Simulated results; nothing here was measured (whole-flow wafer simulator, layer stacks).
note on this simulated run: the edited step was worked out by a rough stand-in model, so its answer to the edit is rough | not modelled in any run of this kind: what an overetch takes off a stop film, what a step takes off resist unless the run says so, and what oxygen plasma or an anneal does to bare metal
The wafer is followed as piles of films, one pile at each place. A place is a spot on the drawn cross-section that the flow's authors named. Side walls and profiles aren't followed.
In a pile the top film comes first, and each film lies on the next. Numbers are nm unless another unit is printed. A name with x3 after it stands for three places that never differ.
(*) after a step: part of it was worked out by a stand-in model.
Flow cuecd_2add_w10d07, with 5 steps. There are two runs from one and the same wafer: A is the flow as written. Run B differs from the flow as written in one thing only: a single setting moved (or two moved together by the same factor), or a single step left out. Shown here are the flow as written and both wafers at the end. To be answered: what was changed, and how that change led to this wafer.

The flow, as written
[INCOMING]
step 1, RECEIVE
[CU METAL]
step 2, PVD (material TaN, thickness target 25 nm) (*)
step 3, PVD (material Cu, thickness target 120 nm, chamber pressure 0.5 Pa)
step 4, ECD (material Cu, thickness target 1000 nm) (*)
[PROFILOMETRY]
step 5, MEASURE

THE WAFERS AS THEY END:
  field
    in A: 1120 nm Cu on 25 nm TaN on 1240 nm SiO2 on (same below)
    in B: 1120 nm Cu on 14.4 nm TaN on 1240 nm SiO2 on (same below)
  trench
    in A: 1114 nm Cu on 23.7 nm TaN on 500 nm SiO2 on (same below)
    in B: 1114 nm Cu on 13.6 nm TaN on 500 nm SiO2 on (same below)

Cause: step 2, PVD: thickness target 14.4 nm was run, though the flow has thickness target 25 nm.
The wafer itself shows it: field has TaN 14.4, and step 2 as written asks for 25 nm.

Step by step, how the change led to this:
  step 2, PVD (material TaN, thickness target 25 nm) (*)
      field: A +25 TaN (new film) | B +14.4 TaN (new film)
      trench: A +23.7 TaN (new film) | B +13.6 TaN (new film)
